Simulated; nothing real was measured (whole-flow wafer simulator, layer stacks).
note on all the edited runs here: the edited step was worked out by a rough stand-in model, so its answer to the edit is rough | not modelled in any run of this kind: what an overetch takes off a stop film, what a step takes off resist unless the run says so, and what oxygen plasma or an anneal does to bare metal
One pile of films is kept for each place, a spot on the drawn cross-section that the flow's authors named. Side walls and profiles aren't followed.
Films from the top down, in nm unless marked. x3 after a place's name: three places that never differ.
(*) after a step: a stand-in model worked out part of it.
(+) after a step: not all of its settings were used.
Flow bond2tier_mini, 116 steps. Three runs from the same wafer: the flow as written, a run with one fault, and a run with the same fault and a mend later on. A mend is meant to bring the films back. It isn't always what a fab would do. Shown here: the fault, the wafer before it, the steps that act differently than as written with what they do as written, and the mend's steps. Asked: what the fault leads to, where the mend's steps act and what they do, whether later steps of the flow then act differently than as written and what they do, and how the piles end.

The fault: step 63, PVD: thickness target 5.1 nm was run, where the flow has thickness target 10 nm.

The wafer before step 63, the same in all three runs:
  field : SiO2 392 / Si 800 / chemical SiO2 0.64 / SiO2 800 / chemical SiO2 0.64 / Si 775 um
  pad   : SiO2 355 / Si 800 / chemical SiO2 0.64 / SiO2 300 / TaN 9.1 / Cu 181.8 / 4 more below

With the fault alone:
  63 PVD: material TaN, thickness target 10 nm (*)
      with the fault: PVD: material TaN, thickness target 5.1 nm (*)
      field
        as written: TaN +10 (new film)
        with the fault: TaN +5.1 (new film)
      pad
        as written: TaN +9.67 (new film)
        with the fault: TaN +4.93 (new film)
  Later steps of the flow that act differently than as written (1 more step differs only slightly, by at most 2% or 0.5 nm, whichever is larger, and isn't shown):
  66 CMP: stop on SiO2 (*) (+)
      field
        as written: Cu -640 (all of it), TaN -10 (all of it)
        with the fault: Cu -640 (all of it), TaN -5.1 (all of it)
  At the end the piles differ from the flow's by more than 2% or 0.5 nm, whichever is larger, at pad.
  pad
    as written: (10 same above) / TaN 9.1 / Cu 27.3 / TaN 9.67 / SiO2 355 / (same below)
    with the fault: (10 same above) / TaN 9.1 / Cu 32.1 / TaN 4.93 / SiO2 355 / (same below)

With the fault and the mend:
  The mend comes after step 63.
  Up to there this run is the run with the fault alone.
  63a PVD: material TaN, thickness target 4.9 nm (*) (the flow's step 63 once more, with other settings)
      field
        TaN +4.9
      pad
        TaN +4.73
  No later step of the flow acts differently than as written at any place that is followed.
  At the end the piles differ from the flow's only slightly at the places that both follow, by at most 2% or 0.5 nm, whichever is larger.
